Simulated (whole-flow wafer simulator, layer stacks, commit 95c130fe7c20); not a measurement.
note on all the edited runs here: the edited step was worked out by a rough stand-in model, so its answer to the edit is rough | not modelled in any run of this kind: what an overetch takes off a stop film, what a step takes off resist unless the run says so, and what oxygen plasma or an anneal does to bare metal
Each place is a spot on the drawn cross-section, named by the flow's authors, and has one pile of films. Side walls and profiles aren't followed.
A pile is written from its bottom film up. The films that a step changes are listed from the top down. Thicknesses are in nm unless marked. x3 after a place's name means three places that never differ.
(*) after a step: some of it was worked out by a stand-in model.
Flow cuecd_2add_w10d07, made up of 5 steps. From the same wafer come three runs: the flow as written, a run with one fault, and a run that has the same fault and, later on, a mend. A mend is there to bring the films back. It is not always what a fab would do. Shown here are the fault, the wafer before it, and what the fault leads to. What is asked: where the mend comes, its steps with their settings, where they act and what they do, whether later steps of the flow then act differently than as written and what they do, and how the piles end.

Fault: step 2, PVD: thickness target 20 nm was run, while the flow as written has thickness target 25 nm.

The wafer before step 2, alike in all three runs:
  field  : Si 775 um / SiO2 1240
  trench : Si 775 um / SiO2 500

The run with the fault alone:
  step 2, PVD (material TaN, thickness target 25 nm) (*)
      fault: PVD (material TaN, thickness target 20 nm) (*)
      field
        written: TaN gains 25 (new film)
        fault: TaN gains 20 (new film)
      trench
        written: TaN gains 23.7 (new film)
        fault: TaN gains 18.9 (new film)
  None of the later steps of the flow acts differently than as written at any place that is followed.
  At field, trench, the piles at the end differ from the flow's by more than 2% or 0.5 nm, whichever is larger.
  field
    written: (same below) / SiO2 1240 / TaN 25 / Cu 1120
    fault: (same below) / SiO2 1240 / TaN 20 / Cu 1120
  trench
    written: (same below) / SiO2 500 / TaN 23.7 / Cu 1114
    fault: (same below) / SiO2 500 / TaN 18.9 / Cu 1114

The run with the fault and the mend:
  After step 2 comes the mend.
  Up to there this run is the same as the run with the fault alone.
  step 2a, PVD (material TaN, thickness target 5 nm) (*) (the flow's step 2, run once more with other settings)
      field
        TaN gains 5
      trench
        TaN gains 4.73
  None of the later steps of the flow acts differently than as written at any place that is followed.
  The piles end the same as the flow's at every place that both follow.
